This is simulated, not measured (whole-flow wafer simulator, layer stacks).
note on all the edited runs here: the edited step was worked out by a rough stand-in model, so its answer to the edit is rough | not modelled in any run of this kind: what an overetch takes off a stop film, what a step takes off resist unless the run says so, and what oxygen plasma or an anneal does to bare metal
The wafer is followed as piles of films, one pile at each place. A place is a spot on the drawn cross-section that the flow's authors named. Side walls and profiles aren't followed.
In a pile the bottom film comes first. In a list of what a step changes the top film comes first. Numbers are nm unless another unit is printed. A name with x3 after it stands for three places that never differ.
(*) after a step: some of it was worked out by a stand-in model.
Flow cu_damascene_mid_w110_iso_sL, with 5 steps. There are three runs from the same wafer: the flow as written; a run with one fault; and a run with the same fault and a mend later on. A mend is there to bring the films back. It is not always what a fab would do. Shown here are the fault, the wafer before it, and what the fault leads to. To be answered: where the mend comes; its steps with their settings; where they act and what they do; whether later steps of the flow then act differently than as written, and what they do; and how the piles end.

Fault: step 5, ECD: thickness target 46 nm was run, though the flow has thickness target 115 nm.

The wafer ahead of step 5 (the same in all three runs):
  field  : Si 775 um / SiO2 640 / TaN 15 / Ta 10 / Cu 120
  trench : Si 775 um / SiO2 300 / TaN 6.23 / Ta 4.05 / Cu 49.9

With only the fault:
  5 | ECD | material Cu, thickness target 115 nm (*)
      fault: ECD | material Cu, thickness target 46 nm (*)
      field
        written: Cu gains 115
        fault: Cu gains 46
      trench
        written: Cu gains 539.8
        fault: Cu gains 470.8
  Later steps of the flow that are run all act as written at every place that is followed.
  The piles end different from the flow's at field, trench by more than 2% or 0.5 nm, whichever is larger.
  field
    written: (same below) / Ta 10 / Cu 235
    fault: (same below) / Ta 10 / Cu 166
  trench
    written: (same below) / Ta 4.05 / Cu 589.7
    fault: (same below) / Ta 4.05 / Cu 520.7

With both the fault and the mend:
  After step 5 comes the mend.
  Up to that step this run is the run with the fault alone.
  5a | ECD | material Cu, thickness target 69 nm (the flow's step 5, run once more with other settings)
      field, trench
        Cu gains 69
  Later steps of the flow that are run all act as written at every place that is followed.
  The piles end the same as the flow's at every place that both follow.
